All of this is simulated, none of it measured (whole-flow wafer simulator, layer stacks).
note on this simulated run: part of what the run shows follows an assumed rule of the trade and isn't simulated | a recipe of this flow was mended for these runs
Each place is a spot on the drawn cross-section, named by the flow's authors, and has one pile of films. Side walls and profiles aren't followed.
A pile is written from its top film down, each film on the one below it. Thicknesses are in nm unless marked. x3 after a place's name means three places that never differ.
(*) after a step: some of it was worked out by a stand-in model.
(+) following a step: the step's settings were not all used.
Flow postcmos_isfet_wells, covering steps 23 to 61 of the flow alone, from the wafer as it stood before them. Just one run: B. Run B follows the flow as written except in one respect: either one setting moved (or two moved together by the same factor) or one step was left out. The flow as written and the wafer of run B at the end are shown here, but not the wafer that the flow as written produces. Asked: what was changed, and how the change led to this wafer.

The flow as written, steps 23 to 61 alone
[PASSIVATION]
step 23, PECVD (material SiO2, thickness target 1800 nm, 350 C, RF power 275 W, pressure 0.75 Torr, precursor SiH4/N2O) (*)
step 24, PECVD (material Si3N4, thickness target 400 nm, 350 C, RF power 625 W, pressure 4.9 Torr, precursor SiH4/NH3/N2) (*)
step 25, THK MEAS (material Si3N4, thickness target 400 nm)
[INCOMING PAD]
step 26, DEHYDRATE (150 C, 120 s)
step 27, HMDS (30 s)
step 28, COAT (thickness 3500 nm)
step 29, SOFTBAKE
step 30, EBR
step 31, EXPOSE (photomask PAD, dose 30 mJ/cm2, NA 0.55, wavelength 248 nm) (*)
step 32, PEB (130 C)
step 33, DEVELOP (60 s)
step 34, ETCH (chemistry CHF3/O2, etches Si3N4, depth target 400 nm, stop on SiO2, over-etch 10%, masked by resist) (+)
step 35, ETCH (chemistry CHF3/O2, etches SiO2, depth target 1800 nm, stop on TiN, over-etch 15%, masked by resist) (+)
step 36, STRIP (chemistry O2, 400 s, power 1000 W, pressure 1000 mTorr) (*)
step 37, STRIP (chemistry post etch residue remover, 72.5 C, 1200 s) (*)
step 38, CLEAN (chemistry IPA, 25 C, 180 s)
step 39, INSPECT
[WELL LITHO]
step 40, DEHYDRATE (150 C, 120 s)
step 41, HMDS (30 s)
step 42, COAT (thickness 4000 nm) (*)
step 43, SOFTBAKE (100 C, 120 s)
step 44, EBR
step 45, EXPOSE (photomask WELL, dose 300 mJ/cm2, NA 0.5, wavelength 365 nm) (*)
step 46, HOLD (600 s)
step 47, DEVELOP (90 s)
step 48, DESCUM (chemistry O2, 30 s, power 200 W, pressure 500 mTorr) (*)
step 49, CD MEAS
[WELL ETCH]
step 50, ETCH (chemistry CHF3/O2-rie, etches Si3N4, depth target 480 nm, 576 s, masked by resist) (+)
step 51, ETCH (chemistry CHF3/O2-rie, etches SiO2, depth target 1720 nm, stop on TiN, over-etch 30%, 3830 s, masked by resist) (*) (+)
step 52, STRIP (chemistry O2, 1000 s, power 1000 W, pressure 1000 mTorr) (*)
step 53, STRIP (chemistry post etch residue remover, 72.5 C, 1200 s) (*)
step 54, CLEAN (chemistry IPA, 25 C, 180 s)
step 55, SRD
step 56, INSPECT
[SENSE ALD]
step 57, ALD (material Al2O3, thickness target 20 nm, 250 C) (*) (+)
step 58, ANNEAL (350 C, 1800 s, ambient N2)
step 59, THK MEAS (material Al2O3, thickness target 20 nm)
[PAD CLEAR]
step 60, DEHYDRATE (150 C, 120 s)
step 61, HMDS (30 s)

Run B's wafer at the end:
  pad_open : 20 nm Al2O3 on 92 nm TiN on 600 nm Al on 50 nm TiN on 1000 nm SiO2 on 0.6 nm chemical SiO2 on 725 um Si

Cause: step 34, ETCH: depth target 200 nm was run, though the flow has depth target 400 nm.

Step by step, how the change led to this:
  step 34, ETCH (chemistry CHF3/O2, etches Si3N4, depth target 400 nm, stop on SiO2, over-etch 10%, masked by resist) (+)
      pad_open: -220 Si3N4 (in the flow as written it would be: -400 Si3N4 (all of it), -20 SiO2)
      field, margin x2, well900 x4, pad_clr: -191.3 thick-KrF-resist (in the flow as written it would be: -382.6 thick-KrF-resist)
  step 35, ETCH (chemistry CHF3/O2, etches SiO2, depth target 1800 nm, stop on TiN, over-etch 15%, masked by resist) (+)
      pad_open: -180 Si3N4 (all of it), -1800 SiO2 (all of it), -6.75 TiN (in the flow as written it would be: -1780 SiO2 (all of it), -24.2 TiN)
  step 36, STRIP (chemistry O2, 400 s, power 1000 W, pressure 1000 mTorr) (*)
      field, margin x2, well900 x4, pad_clr: -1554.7 thick-KrF-resist (all of it) (in the flow as written it would be: -1382.5 thick-KrF-resist (all of it))
